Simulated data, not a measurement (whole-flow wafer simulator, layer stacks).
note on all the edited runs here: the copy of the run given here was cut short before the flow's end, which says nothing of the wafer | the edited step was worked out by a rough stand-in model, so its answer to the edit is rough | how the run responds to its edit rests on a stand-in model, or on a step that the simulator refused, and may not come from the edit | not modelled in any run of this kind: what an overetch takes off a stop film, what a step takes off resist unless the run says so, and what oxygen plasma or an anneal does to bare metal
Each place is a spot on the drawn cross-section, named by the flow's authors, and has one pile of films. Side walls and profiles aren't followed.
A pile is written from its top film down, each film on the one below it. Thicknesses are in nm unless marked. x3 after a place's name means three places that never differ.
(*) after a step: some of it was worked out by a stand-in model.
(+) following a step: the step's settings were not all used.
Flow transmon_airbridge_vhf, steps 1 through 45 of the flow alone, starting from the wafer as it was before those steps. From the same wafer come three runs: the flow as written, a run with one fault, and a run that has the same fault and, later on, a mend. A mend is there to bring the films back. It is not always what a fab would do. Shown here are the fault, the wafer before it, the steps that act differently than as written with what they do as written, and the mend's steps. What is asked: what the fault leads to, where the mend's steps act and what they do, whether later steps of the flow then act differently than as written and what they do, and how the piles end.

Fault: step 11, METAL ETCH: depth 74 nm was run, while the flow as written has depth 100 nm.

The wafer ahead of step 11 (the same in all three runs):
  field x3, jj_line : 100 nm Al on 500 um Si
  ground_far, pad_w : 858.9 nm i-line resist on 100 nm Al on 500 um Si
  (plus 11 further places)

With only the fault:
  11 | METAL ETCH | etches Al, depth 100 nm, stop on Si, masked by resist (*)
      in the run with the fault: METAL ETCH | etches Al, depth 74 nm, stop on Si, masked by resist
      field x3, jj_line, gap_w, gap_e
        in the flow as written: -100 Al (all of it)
        in the run with the fault: -74 Al
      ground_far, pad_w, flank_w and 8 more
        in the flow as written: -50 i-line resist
        in the run with the fault: -37 i-line resist
  Later steps of the flow acting differently than as written (20 other steps are not shown; they differ only slightly, by no more than 2% or 0.5 nm, whichever is larger):
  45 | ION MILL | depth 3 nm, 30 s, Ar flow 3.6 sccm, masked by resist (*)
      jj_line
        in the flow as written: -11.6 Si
        in the run with the fault: -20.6 Al
  By the end, the piles at field x3, jj_line, gap_w, gap_e depart from the flow's by more than 2% or 0.5 nm, whichever is larger.
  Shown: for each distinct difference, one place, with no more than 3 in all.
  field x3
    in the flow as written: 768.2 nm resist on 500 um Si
    in the run with the fault: 768.2 nm resist on 26 nm Al on 500 um Si
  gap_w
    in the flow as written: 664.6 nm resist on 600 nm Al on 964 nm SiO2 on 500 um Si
    in the run with the fault: 657.7 nm resist on 600 nm Al on 964 nm SiO2 on 26 nm Al on 500 um Si
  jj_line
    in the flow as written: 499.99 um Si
    in the run with the fault: 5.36 nm Al on 500 um Si

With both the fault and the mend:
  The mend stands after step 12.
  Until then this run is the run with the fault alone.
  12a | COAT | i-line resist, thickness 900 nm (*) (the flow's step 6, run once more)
      field x3, jj_line, trace_open_s x2, margin_s, bridge_strip, margin_n
        +900 i-line resist (new film)
      pad_w, pad_e
        +890.9 i-line resist (new film)
      flank_w, flank_e
        +882.6 i-line resist (new film)
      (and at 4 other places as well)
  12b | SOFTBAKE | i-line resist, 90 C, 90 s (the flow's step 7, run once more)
      flank_w, flank_e
        -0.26 i-line resist
      gap_w, gap_e
        +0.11 i-line resist
      cpw_trace
        -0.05 i-line resist
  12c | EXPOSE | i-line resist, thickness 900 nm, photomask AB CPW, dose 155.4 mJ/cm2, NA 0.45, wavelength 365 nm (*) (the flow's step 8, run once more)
      leaves every film unchanged at each place that is followed
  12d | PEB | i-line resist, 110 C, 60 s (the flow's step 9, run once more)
      field x3, jj_line, trace_open_s x2, margin_s, bridge_strip, margin_n
        -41 i-line resist
      pad_w, pad_e
        -40.6 i-line resist
      flank_w, flank_e
        -40.2 i-line resist
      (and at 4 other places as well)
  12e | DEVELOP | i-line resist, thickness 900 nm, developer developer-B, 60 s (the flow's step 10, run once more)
      ground_far, pad_w, flank_w and 7 more
        -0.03 i-line resist
      field x3, jj_line
        -859 i-line resist (all of it)
      gap_w, gap_e
        -897.6 i-line resist (all of it)
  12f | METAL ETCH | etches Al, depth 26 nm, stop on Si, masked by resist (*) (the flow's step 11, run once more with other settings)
      ground_far, pad_w, flank_w and 8 more
        -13 i-line resist
      field x3, jj_line, gap_w, gap_e
        -26 Al (all of it)
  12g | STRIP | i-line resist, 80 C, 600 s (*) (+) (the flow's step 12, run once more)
      trace_open_s x2, margin_s, bridge_strip, margin_n
        -845.9 i-line resist (all of it)
      pad_w, pad_e
        -837.2 i-line resist (all of it)
      flank_w, flank_e
        -829.1 i-line resist (all of it)
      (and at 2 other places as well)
  None of the later steps of the flow acts differently than as written at any place that is followed.
  By the end, the piles equal the flow's at every place that both follow.
